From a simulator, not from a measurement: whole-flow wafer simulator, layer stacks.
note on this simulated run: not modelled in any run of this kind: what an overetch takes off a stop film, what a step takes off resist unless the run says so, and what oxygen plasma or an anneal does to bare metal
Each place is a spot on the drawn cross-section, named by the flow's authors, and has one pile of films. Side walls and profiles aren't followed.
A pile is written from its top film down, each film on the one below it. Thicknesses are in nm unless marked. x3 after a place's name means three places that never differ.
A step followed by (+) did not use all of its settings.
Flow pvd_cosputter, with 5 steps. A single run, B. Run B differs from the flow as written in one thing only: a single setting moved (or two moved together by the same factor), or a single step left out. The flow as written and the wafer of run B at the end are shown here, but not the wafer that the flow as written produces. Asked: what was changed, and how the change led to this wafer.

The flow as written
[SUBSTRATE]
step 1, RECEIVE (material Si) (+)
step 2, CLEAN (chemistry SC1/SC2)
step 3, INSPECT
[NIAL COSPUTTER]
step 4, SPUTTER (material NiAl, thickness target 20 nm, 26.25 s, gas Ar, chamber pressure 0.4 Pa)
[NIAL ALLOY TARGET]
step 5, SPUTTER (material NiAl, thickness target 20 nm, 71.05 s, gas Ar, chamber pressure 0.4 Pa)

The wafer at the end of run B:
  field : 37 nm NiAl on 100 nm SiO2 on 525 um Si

What caused this: step 5, SPUTTER: thickness target 17 nm was run, whereas the flow has thickness target 20 nm.

Step by step, how the change led to this:
  step 5, SPUTTER (material NiAl, thickness target 20 nm, 71.05 s, gas Ar, chamber pressure 0.4 Pa)
      field: NiAl gains 17 (it would be, as written: NiAl gains 20)
